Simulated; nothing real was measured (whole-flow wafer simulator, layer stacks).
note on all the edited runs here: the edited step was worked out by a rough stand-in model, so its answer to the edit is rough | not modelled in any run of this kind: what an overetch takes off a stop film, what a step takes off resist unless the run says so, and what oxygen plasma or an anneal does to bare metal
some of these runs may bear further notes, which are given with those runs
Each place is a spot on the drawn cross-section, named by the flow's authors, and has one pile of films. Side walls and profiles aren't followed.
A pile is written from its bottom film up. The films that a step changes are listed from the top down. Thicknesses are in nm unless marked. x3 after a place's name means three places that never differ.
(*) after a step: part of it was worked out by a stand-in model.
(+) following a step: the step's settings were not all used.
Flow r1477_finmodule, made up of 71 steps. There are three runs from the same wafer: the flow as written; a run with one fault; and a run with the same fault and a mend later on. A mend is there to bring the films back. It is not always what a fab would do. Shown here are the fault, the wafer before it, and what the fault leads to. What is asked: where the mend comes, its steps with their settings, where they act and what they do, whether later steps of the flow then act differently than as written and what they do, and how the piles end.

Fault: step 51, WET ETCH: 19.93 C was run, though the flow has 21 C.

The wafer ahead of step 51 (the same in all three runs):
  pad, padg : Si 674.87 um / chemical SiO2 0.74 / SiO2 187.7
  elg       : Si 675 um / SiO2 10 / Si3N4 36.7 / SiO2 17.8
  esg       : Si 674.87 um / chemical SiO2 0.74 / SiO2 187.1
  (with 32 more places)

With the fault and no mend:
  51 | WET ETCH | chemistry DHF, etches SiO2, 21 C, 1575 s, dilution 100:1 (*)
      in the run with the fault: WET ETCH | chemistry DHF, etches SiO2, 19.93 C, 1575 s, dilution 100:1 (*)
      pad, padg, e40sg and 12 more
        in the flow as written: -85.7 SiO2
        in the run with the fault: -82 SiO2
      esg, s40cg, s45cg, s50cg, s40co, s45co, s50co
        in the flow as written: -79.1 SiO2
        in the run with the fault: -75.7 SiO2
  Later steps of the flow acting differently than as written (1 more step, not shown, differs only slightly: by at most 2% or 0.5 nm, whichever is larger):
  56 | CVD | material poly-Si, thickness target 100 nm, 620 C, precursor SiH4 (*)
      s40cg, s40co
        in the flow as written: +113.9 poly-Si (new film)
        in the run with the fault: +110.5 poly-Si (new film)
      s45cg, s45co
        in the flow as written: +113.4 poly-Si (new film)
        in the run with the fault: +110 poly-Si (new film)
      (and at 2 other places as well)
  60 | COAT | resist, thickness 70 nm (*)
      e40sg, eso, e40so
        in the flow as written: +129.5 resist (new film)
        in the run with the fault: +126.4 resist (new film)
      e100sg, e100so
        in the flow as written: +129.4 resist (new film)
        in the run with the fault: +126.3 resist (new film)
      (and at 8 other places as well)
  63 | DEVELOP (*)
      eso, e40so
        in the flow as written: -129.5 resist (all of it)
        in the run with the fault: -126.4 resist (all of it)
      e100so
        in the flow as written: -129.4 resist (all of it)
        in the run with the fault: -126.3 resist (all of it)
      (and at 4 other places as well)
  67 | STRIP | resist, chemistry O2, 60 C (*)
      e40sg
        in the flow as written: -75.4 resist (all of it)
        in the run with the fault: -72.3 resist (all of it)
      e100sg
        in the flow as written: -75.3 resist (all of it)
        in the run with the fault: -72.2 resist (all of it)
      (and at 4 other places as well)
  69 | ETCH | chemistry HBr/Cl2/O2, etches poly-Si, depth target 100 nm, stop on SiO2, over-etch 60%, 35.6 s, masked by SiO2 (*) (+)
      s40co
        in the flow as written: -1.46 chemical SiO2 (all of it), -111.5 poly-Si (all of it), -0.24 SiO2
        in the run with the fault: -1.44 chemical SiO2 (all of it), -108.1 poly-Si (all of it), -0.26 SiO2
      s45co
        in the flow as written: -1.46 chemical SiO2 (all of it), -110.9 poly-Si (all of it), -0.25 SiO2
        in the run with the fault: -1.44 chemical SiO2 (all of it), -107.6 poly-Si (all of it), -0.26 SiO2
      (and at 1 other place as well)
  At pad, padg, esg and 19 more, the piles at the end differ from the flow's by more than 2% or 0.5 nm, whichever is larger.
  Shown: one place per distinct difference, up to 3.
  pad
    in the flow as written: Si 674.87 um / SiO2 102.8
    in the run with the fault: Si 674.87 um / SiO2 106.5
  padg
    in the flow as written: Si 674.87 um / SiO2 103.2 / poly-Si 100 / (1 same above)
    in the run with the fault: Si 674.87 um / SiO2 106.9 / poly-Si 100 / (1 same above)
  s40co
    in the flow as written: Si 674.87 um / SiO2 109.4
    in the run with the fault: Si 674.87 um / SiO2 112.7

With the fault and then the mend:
  After step 51 comes the mend.
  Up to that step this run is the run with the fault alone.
  51a | WET ETCH | chemistry DHF, etches SiO2, 21 C, 78.75 s, dilution 100:1 (*) (the flow's step 51, run once more with other settings)
      pad, padg, e40sg and 12 more
        -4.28 SiO2
      elg, e40lg, e100lg, e200lg, elo, e40lo, e100lo, e200lo
        -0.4 Si3N4
      esg, s40cg, s45cg, s50cg, s40co, s45co, s50co
        -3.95 SiO2
  None of the later steps of the flow differs from how it acts as written, at any place that is followed, by more than 2% or 0.5 nm, whichever is larger.
  At the end the piles are close to the flow's at the places that both follow, differing by at most 2% or 0.5 nm, whichever is larger.
